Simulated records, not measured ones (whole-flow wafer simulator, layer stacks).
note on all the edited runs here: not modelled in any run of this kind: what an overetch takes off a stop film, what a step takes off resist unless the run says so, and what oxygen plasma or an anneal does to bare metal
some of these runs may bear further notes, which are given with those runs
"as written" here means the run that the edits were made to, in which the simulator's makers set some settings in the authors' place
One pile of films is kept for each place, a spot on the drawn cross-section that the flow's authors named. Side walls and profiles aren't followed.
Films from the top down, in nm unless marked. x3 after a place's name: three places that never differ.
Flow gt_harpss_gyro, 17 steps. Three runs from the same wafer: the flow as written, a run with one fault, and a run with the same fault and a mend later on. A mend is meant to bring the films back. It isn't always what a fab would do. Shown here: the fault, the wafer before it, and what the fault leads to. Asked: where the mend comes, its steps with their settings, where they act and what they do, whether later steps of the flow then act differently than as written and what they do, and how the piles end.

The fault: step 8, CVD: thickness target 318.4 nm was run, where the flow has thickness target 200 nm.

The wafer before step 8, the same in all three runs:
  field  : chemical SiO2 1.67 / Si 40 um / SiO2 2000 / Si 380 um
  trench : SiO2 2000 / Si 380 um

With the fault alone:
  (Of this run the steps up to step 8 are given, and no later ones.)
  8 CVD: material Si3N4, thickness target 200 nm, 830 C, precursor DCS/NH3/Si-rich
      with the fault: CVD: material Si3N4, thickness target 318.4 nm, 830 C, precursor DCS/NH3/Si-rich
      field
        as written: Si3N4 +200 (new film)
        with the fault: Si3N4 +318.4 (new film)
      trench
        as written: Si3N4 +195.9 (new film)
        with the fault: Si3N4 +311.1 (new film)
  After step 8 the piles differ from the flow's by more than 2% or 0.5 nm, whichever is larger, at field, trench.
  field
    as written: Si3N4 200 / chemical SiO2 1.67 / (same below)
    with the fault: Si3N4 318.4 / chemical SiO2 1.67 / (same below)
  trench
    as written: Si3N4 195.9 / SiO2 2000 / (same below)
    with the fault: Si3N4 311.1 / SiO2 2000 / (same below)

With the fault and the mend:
  The mend comes after step 8.
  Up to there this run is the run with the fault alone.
  8a ETCH: chemistry h3po4, depth target 117.1 nm
      field, trench
        Si3N4 -117.1
  No later step of the flow acts differently than as written at any place that is followed.
  At the end the piles differ from the flow's only slightly at the places that both follow, by at most 2% or 0.5 nm, whichever is larger.
